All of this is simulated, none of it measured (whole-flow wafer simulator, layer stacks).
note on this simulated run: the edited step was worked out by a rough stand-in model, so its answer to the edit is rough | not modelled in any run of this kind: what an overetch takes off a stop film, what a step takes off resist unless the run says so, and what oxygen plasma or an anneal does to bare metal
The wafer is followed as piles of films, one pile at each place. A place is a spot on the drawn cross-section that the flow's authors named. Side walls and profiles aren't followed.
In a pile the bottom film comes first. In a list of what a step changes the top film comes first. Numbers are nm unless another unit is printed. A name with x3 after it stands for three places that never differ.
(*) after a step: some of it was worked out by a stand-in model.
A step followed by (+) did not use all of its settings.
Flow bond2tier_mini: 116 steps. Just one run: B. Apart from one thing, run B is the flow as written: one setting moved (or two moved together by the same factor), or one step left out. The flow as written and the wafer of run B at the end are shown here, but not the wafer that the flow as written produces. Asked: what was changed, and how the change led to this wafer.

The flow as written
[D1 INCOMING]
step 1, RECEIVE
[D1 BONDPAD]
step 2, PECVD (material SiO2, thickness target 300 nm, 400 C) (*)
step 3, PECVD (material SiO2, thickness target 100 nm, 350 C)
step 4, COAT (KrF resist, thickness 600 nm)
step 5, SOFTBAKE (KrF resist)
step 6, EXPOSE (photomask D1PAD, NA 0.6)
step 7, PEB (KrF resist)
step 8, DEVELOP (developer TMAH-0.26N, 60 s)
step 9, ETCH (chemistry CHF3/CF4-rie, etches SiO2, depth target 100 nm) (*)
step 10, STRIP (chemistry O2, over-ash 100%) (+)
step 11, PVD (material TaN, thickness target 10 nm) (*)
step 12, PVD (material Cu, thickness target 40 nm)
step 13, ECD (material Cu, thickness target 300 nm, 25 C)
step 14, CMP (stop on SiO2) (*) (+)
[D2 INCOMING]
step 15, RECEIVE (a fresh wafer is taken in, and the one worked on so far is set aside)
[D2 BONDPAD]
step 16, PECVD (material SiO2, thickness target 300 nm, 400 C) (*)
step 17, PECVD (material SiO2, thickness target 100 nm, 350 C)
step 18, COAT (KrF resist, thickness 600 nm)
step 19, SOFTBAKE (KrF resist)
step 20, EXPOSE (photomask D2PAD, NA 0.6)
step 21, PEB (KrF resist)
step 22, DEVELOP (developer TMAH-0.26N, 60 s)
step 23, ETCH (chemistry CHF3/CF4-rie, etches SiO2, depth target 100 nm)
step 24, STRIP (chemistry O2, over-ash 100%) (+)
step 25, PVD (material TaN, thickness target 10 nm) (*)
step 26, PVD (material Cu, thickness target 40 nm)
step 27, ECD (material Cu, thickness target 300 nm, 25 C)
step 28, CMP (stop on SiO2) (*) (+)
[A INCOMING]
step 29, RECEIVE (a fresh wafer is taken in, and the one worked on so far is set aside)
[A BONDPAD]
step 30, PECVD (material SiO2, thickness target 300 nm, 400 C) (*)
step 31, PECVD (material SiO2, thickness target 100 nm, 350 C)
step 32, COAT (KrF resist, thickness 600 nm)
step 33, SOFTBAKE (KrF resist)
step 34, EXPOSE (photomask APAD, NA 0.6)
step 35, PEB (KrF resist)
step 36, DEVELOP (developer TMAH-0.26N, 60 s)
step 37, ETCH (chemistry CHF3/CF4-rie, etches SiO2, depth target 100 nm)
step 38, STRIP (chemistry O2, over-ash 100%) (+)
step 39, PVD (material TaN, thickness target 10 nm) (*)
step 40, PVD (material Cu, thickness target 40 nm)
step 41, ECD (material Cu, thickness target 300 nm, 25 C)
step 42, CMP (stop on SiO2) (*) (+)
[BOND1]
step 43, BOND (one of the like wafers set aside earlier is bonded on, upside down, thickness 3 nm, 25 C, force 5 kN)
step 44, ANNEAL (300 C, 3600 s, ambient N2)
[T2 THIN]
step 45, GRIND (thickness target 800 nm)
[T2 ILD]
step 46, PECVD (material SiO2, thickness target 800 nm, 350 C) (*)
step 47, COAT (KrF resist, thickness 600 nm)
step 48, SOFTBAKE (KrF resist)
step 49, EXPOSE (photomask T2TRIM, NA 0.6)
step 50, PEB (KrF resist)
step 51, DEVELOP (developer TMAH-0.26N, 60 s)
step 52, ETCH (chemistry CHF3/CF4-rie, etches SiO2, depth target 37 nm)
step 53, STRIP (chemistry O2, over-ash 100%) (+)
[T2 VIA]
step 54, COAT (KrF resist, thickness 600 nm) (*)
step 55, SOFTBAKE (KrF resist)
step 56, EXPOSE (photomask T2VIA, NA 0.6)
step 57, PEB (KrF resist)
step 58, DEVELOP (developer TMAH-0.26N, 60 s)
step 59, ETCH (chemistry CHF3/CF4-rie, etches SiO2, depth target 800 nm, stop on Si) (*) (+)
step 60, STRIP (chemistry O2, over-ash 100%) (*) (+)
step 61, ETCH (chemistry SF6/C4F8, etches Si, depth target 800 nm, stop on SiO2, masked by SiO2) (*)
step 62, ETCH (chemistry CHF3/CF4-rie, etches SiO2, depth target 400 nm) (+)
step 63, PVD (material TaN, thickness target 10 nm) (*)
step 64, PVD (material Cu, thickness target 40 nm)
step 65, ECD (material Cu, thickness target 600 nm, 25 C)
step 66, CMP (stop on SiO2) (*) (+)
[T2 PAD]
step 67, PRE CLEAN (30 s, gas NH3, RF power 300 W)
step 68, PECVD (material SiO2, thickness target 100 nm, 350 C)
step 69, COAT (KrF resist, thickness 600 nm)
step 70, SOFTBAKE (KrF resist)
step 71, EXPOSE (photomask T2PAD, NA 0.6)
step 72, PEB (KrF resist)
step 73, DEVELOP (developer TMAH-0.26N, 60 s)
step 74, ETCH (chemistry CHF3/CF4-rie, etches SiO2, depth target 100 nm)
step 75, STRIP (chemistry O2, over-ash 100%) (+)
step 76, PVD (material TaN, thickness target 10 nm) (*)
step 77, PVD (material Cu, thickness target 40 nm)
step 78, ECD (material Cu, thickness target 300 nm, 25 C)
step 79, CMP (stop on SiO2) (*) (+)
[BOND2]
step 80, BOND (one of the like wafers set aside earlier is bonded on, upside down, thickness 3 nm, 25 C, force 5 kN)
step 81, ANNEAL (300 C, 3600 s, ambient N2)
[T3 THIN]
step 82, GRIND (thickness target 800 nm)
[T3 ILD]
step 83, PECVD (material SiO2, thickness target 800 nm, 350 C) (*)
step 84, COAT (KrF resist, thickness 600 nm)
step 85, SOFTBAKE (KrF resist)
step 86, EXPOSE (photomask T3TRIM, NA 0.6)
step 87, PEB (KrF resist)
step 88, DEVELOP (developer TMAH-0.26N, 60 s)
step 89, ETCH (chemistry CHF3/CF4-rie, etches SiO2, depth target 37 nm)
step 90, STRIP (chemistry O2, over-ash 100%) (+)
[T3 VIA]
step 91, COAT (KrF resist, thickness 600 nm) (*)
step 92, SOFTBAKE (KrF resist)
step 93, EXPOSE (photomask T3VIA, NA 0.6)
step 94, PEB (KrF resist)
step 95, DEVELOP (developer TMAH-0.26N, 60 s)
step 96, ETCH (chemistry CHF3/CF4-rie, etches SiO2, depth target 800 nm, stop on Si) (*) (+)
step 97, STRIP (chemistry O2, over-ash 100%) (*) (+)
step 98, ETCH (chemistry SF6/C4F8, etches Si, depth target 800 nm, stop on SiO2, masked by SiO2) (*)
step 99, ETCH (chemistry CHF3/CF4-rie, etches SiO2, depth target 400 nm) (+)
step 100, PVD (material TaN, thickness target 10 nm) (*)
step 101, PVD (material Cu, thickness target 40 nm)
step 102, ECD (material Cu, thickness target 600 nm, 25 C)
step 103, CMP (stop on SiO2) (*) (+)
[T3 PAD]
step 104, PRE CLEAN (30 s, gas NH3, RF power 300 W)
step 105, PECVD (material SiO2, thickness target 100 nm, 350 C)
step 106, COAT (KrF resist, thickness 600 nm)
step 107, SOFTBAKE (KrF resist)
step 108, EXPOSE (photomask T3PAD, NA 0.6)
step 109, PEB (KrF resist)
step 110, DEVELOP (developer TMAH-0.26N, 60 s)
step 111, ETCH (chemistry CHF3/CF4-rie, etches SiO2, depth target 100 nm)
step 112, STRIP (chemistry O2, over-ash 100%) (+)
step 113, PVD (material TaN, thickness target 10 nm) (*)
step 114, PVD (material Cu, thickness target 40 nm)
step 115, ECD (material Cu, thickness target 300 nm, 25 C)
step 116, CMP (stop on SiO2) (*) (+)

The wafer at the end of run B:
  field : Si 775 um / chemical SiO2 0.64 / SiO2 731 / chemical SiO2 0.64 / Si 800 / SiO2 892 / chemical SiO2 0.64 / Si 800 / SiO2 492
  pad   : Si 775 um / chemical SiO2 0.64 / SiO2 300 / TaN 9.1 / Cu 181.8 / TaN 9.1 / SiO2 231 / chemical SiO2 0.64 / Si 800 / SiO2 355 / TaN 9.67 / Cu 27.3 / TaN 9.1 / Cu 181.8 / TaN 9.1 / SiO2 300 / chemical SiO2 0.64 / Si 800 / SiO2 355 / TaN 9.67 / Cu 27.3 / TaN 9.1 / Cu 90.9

What caused this: step 2, PECVD: thickness target 231 nm was run, though the flow has thickness target 300 nm.
One can read it off the wafer: pad has SiO2 231, and step 2 as written asks for 300 nm.

The path from the change to this, step by step:
  step 2, PECVD (material SiO2, thickness target 300 nm, 400 C) (*)
      field, pad, via: +231 SiO2 (new film) (it would be, as written: +300 SiO2 (new film))
  step 43, BOND (one of the like wafers set aside earlier is bonded on, upside down, thickness 3 nm, 25 C, force 5 kN)
      field: +775 um Si (new film), +0.64 chemical SiO2 (new film), +331 SiO2 (it would be, as written: +775 um Si (new film), +0.64 chemical SiO2 (new film), +400 SiO2)
      pad: +775 um Si (new film), +0.64 chemical SiO2 (new film), +231 SiO2 (new film), +9.1 TaN (new film), +90.9 Cu (it would be, as written: +775 um Si (new film), +0.64 chemical SiO2 (new film), +300 SiO2 (new film), +9.1 TaN (new film), +90.9 Cu)
      (also at 1 further place)
